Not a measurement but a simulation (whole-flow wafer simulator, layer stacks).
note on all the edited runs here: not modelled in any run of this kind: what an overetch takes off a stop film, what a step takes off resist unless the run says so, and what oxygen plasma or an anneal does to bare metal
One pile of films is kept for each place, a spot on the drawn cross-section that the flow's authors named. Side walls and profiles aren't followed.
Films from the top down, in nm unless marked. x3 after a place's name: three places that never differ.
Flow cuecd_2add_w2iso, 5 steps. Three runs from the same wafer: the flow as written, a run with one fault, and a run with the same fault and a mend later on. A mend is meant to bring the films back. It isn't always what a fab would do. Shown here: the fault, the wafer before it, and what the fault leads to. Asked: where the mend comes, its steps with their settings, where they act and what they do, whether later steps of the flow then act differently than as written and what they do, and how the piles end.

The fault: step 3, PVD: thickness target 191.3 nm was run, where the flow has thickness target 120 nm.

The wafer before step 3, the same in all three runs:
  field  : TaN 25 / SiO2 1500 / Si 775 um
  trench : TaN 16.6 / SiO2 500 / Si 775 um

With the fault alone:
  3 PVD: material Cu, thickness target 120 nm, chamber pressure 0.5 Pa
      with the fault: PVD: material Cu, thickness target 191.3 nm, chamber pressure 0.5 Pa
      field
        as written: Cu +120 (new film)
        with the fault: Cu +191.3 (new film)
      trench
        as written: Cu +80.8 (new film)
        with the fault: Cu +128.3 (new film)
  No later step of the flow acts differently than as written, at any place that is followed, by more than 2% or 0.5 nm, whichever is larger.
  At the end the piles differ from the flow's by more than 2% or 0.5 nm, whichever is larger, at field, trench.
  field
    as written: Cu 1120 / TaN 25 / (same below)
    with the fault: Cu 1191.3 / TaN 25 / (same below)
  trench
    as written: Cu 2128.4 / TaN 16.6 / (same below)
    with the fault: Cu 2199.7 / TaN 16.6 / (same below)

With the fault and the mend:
  The mend comes after step 3.
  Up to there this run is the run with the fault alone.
  3a ETCH: chemistry cu recess dil, depth target 219.7 nm
      field
        Cu -191.3 (all of it)
      trench
        Cu -128.3 (all of it)
  3b PVD: material Cu, thickness target 120 nm, chamber pressure 0.5 Pa (the flow's step 3 once more)
      field
        Cu +120 (new film)
      trench
        Cu +80.8 (new film)
  No later step of the flow acts differently than as written at any place that is followed.
  At the end the piles are the same as the flow's at every place that both follow.
